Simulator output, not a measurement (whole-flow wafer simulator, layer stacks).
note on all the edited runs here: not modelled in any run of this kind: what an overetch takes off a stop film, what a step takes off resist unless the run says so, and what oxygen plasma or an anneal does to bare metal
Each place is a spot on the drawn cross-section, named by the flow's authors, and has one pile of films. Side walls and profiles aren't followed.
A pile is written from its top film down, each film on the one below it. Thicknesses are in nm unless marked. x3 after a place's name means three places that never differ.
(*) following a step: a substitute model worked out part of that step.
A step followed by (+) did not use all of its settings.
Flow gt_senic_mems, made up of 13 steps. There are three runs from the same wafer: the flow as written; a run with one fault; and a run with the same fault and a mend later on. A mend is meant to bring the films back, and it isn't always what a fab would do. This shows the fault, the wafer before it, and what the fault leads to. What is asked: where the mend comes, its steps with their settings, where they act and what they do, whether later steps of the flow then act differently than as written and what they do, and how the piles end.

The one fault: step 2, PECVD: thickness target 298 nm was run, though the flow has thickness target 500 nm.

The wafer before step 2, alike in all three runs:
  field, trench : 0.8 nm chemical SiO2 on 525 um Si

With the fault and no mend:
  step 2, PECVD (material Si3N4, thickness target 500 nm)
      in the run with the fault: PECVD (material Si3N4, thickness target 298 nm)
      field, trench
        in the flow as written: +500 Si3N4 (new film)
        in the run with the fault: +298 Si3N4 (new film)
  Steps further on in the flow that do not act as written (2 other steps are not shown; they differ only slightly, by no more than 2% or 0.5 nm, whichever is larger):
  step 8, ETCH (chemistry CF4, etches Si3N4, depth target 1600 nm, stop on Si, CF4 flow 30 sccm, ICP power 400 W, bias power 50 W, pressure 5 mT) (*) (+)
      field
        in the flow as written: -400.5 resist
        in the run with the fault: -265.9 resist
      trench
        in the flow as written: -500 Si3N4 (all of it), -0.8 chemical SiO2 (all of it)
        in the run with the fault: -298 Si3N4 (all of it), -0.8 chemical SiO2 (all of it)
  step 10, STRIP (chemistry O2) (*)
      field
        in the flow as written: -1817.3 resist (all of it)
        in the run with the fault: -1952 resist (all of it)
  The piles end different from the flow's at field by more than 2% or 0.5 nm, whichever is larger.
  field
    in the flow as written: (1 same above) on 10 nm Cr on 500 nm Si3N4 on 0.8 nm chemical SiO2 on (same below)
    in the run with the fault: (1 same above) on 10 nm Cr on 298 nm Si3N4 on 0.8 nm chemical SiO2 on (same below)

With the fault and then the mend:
  The mend stands after step 2.
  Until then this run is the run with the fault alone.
  step 2a, ETCH (chemistry h3po4, depth target 342.7 nm)
      field, trench
        -298 Si3N4 (all of it)
  step 2b, PECVD (material Si3N4, thickness target 500 nm) (the flow's step 2 again)
      field, trench
        +500 Si3N4 (new film)
  None of the later steps of the flow acts differently than as written at any place that is followed.
  At every place that both follow, the piles at the end match the flow's.
